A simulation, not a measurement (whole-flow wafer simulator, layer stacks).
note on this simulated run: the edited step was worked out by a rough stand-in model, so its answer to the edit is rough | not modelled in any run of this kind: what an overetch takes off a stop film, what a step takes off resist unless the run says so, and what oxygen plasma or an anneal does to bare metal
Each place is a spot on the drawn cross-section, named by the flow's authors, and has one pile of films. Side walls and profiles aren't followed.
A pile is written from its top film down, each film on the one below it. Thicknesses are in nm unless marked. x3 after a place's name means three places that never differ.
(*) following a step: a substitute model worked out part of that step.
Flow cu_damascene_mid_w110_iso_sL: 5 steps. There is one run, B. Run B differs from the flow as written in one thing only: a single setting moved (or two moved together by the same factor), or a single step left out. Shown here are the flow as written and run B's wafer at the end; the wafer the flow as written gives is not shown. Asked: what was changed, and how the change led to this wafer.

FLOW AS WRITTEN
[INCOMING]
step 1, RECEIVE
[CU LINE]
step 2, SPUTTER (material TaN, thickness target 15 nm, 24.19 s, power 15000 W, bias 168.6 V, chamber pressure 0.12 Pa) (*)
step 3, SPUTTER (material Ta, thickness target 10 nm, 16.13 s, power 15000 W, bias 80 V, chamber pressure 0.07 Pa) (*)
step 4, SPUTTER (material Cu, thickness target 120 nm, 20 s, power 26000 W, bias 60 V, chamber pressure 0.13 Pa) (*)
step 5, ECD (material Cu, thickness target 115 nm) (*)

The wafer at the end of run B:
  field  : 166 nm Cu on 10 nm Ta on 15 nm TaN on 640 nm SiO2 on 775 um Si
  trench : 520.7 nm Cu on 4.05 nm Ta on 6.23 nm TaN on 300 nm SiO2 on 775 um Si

What caused this: step 4, SPUTTER: thickness target 51 nm was run, while the flow as written has thickness target 120 nm; step 4, SPUTTER: 8.5 s was run, where the flow has 20 s.

Step by step, how the change led to this:
  step 4, SPUTTER (material Cu, thickness target 120 nm, 20 s, power 26000 W, bias 60 V, chamber pressure 0.13 Pa) (*)
      field: Cu gains 51 (new film) (in the flow as written it would be: Cu gains 120 (new film))
      trench: Cu gains 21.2 (new film) (in the flow as written it would be: Cu gains 49.9 (new film))
  step 5, ECD (material Cu, thickness target 115 nm) (*)
      trench: Cu gains 499.5 (in the flow as written it would be: Cu gains 539.8)
